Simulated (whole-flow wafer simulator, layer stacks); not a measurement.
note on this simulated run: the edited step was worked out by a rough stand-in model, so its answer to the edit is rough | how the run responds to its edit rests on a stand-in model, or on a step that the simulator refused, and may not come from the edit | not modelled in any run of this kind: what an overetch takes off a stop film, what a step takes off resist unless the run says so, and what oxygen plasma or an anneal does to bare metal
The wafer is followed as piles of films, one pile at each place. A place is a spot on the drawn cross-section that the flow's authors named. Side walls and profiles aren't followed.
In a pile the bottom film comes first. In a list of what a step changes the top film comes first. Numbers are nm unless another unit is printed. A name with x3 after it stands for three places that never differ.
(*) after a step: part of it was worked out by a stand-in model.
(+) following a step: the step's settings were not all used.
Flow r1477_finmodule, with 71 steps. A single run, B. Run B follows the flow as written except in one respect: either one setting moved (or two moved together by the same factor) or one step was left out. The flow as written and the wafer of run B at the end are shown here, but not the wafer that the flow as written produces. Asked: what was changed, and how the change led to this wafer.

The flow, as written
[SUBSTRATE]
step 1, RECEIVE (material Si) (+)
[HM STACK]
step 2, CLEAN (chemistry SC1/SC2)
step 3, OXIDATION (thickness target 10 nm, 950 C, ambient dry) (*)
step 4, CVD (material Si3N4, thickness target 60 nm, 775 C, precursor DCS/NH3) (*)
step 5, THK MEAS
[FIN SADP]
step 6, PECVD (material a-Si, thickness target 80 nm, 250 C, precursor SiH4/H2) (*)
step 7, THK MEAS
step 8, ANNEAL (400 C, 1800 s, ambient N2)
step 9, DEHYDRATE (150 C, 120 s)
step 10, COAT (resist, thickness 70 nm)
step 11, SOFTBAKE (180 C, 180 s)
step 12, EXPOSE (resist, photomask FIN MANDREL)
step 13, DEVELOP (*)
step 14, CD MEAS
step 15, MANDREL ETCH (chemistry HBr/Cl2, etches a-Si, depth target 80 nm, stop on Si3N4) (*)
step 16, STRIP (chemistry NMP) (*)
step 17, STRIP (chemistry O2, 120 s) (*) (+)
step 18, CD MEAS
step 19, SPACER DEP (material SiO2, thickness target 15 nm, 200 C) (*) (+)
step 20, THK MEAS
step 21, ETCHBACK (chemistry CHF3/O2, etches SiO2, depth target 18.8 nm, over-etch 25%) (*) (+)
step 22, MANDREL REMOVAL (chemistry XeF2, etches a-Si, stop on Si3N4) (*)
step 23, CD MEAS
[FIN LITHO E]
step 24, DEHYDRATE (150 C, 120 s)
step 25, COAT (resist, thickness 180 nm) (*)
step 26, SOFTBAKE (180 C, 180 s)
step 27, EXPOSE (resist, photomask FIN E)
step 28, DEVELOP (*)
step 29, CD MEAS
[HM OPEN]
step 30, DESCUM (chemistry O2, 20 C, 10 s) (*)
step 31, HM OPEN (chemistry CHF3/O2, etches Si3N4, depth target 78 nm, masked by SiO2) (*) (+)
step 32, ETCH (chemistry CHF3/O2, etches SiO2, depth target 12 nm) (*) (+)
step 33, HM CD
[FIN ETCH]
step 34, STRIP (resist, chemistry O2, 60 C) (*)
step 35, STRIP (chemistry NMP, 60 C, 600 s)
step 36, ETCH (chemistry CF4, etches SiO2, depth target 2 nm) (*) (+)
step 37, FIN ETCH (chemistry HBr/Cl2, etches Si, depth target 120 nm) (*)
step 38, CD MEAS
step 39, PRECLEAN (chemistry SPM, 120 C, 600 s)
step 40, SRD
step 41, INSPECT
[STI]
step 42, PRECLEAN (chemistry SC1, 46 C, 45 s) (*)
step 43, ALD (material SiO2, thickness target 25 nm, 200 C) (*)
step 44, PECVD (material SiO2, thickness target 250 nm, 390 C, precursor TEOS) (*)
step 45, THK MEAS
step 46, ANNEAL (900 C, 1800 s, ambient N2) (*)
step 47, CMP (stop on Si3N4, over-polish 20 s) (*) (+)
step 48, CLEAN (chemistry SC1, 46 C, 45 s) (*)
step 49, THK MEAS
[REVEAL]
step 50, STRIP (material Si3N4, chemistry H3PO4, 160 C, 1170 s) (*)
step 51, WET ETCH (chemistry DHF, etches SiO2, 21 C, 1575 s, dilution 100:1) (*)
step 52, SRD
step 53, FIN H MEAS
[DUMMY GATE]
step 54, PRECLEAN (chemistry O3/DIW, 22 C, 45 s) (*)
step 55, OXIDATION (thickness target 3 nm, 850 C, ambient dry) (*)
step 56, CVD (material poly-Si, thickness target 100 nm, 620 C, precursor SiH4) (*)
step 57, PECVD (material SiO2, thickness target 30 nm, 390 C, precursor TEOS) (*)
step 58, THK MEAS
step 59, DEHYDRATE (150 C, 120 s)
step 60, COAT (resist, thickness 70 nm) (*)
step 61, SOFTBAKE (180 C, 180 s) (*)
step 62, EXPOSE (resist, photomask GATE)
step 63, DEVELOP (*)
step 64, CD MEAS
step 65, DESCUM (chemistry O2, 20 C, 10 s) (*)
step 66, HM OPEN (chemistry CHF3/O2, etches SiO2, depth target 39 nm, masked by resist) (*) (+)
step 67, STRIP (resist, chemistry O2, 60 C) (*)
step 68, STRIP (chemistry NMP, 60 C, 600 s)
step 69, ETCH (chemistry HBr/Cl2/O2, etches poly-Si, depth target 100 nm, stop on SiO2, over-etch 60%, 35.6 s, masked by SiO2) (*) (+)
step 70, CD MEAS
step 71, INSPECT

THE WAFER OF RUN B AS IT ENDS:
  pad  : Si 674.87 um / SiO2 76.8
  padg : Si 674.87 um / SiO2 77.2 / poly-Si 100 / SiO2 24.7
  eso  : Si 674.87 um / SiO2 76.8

The reason: step 44, PECVD: thickness target 147.5 nm was run, though the flow has thickness target 250 nm.

How this came from the change, step by step:
  step 44, PECVD (material SiO2, thickness target 250 nm, 390 C, precursor TEOS) (*)
      pad, padg, elg and 33 more: SiO2 gains 147.5 (it would be, as written: SiO2 gains 250)
  step 46, ANNEAL (900 C, 1800 s, ambient N2) (*)
      pad, padg, elg and 33 more: SiO2 loses 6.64 (it would be, as written: SiO2 loses 11.2)
  step 47, CMP (stop on Si3N4, over-polish 20 s) (*) (+)
      pad, padg, e40sg and 11 more: nothing (it would be, as written: SiO2 loses 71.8)
      eso: nothing (it would be, as written: SiO2 loses 72.4)
      (as well as at 21 more places)
  step 60, COAT (resist, thickness 70 nm) (*)
      s40sg, s45sg, s40so, s45so: resist gains 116 (new film) (it would be, as written: resist gains 91 (new film))
      e40sg, e40so: resist gains 154.3 (new film) (it would be, as written: resist gains 129.5 (new film))
      (as well as at 7 more places)
  step 63, DEVELOP (*)
      s40so, s45so: resist loses 116 (all of it) (it would be, as written: resist loses 91 (all of it))
      eso: resist loses 153.7 (all of it) (it would be, as written: resist loses 129.5 (all of it))
      (as well as at 4 more places)
  step 67, STRIP (resist, chemistry O2, 60 C) (*)
      e40lg, e100lg, e200lg: resist loses 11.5 (all of it) (it would be, as written: resist loses 12.8 (all of it))
      s40sg, s45sg: resist loses 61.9 (all of it) (it would be, as written: resist loses 36.9 (all of it))
      (as well as at 10 more places)
